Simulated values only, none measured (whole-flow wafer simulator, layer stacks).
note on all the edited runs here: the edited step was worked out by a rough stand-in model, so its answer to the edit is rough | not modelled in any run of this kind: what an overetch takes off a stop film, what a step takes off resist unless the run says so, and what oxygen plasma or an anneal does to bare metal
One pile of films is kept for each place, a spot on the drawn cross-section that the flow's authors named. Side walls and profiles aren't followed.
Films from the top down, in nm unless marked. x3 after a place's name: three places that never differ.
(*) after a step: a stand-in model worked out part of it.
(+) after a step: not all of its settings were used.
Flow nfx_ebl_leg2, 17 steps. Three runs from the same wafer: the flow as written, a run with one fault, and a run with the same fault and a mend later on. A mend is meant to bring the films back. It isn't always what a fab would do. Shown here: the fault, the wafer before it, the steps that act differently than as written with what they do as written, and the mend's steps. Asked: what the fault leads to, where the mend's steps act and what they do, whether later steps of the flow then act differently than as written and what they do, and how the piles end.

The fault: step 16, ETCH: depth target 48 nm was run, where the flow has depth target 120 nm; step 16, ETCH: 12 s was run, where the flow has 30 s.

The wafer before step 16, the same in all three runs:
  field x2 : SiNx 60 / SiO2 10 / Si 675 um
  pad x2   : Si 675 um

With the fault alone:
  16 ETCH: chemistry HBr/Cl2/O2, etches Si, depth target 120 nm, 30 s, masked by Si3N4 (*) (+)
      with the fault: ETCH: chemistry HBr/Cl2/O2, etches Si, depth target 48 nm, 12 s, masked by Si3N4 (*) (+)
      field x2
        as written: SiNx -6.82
        with the fault: SiNx -2.73
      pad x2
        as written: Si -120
        with the fault: Si -48
  No later step of the flow acts differently than as written at any place that is followed.
  At the end the piles differ from the flow's by more than 2% or 0.5 nm, whichever is larger, at field x2.
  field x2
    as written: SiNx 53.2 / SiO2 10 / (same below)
    with the fault: SiNx 57.3 / SiO2 10 / (same below)

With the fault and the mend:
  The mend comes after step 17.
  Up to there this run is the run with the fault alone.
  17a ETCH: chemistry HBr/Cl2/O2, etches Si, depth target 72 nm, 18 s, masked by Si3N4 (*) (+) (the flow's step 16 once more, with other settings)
      field x2
        SiNx -4.09
      pad x2
        Si -72
  No later step of the flow acts differently than as written at any place that is followed.
  At the end the piles are the same as the flow's at every place that both follow.
